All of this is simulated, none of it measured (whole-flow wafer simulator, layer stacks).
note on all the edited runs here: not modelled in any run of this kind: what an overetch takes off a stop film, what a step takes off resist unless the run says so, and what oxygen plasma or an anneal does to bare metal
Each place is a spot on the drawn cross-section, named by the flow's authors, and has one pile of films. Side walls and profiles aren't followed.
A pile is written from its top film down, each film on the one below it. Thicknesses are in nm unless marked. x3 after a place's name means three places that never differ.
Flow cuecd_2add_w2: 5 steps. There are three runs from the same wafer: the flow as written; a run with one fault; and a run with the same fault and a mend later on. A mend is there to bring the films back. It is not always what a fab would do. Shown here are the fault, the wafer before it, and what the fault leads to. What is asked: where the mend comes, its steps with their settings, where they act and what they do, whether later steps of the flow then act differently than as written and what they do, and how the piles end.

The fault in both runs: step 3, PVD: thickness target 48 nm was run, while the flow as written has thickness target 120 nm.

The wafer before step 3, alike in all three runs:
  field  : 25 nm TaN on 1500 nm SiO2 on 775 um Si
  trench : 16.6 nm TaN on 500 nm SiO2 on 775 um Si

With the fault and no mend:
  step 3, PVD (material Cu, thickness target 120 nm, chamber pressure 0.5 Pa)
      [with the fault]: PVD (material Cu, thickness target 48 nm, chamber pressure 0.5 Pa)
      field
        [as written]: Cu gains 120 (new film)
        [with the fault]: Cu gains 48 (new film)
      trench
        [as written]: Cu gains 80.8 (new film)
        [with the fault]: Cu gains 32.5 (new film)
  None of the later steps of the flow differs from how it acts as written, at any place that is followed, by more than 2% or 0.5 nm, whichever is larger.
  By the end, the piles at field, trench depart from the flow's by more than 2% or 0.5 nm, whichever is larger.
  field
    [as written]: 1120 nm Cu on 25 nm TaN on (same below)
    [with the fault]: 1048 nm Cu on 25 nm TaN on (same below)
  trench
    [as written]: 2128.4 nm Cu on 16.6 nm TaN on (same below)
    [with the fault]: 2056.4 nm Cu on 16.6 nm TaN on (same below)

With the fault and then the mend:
  The mend stands after step 3.
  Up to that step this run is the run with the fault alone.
  step 3a, PVD (material Cu, thickness target 72 nm, chamber pressure 0.5 Pa) (the flow's step 3, run once more with other settings)
      field
        Cu gains 72
      trench
        Cu gains 47.9
  None of the later steps of the flow differs from how it acts as written, at any place that is followed, by more than 2% or 0.5 nm, whichever is larger.
  At every place that both follow, the piles at the end match the flow's.
